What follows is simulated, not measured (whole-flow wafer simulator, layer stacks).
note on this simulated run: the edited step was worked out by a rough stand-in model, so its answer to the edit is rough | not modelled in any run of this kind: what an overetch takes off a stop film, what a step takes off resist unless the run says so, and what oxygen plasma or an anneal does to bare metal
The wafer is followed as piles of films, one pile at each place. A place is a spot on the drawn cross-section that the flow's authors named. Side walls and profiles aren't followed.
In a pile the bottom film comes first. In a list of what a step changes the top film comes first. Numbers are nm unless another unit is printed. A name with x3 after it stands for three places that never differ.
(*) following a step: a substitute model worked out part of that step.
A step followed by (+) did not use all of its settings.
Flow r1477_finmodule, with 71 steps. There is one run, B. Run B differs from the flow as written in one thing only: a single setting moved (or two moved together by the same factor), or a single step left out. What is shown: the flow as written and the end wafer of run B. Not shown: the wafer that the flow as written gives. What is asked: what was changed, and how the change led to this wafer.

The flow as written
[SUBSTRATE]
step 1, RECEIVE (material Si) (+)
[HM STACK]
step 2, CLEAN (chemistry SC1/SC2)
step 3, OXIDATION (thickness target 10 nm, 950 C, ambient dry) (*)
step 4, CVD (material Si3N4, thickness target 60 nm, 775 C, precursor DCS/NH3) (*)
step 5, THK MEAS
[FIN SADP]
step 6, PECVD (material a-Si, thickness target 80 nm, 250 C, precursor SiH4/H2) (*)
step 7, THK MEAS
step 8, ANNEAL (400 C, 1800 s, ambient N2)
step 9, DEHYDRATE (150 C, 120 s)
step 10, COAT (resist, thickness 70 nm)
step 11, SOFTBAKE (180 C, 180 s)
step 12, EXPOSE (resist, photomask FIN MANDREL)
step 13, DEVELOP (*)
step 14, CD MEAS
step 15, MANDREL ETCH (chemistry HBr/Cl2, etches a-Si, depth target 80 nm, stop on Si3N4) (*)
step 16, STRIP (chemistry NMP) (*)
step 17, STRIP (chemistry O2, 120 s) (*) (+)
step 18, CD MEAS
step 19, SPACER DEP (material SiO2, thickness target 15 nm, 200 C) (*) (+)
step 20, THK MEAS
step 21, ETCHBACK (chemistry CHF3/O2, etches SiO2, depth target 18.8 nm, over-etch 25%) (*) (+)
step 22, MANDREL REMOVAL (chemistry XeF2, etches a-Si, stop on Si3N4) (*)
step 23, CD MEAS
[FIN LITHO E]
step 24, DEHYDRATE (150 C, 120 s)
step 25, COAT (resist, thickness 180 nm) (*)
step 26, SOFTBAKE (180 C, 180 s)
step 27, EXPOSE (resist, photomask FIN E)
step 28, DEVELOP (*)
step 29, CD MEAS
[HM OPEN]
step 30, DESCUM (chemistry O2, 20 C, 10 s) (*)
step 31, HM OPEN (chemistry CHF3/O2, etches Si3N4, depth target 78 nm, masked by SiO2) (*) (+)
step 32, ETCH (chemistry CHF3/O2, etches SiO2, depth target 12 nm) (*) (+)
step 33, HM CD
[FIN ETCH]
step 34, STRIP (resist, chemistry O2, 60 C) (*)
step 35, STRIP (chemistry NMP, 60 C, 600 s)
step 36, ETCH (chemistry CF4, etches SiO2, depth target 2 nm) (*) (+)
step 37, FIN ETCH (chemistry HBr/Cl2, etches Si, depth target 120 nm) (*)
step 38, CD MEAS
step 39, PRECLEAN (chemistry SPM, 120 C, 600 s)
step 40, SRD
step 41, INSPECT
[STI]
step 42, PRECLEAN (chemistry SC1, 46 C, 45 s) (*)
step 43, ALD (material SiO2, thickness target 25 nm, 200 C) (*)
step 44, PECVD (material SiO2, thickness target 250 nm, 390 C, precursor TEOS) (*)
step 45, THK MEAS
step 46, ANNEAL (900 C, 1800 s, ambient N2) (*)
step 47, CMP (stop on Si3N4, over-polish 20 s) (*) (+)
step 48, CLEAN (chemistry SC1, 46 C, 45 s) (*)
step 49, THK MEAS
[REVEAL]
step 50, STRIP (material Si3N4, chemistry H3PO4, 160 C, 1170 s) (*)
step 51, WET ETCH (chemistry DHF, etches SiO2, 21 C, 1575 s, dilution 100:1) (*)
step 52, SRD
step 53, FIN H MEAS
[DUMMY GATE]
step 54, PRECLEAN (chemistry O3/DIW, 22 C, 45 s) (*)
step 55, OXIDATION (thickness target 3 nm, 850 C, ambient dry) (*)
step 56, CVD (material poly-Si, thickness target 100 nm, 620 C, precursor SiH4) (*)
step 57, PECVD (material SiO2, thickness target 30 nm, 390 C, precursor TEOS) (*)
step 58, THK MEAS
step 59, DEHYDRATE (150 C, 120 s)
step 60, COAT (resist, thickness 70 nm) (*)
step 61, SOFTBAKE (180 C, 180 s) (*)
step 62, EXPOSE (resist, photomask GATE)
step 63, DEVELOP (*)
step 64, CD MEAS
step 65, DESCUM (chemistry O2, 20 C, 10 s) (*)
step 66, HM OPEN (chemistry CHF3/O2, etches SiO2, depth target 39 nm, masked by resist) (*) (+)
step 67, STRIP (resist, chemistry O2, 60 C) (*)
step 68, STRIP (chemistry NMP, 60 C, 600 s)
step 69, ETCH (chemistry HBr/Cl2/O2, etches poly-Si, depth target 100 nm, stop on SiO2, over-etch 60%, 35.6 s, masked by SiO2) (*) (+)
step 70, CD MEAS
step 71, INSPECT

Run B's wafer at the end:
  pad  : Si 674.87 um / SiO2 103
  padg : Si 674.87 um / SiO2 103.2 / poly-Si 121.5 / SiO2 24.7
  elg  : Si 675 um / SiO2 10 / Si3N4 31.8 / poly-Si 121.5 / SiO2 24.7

What caused this: step 56, CVD: thickness target 121.5 nm was run, while the flow as written has thickness target 100 nm.
The wafer itself shows it: padg has poly-Si 121.5, and step 56 as written asks for 100 nm.

Step by step, how the change led to this:
  step 56, CVD (material poly-Si, thickness target 100 nm, 620 C, precursor SiH4) (*)
      pad, padg, elg and 26 more: +121.5 poly-Si (new film) (in the flow as written it would be: +100 poly-Si (new film))
      s40cg, s40co: +135.8 poly-Si (new film) (in the flow as written it would be: +113.9 poly-Si (new film))
      (as well as at 5 more places)
  step 69, ETCH (chemistry HBr/Cl2/O2, etches poly-Si, depth target 100 nm, stop on SiO2, over-etch 60%, 35.6 s, masked by SiO2) (*) (+)
      elo, e40lo, e100lo, e200lo: -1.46 chemical SiO2 (all of it), -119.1 poly-Si (all of it) (in the flow as written it would be: -1.46 chemical SiO2 (all of it), -97.6 poly-Si (all of it), -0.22 Si3N4)
      pad, eso, e40so and 8 more: -1.46 chemical SiO2 (all of it), -119.1 poly-Si (all of it), -0.2 SiO2 (in the flow as written it would be: -1.46 chemical SiO2 (all of it), -97.6 poly-Si (all of it), -0.42 SiO2)
      (as well as at 3 more places)
